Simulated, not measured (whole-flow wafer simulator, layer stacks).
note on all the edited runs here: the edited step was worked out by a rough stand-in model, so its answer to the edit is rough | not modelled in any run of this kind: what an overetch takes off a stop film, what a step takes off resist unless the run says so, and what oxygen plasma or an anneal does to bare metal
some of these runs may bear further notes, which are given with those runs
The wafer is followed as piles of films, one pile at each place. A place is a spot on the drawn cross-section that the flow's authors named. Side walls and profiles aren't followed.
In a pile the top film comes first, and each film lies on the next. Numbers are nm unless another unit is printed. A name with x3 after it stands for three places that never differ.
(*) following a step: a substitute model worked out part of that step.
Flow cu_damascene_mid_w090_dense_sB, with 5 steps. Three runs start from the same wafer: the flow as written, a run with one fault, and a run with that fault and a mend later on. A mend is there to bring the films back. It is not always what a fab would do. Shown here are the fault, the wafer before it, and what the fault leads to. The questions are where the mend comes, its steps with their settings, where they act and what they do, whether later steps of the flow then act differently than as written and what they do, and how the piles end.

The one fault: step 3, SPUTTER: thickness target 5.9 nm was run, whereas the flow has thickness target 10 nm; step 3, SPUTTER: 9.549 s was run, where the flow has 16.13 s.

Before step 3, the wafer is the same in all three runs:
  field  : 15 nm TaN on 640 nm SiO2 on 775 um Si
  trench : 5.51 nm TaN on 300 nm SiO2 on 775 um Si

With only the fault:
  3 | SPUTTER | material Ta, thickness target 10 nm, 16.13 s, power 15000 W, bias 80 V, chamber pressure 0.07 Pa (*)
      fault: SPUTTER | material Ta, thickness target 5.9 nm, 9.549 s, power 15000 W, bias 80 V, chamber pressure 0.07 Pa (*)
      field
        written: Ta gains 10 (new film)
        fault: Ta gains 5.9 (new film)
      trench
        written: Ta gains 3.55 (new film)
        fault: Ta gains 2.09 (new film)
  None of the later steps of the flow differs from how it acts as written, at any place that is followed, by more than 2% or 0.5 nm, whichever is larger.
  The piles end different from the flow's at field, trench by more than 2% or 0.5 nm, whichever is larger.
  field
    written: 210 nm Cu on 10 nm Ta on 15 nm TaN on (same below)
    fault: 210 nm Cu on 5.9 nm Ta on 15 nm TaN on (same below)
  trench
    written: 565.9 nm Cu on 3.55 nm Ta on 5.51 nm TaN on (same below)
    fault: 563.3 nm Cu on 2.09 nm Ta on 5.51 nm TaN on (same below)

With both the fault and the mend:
  The mend follows step 3.
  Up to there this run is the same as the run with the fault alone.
  3a | SPUTTER | material Ta, thickness target 4.1 nm, 6.581 s, power 15000 W, bias 80 V, chamber pressure 0.07 Pa (*) (a further turn of the flow's step 3, with different settings)
      field
        Ta gains 4.1
      trench
        Ta gains 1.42
  None of the later steps of the flow acts differently than as written at any place that is followed.
  The piles end only slightly different from the flow's at the places that both follow, by no more than 2% or 0.5 nm, whichever is larger.
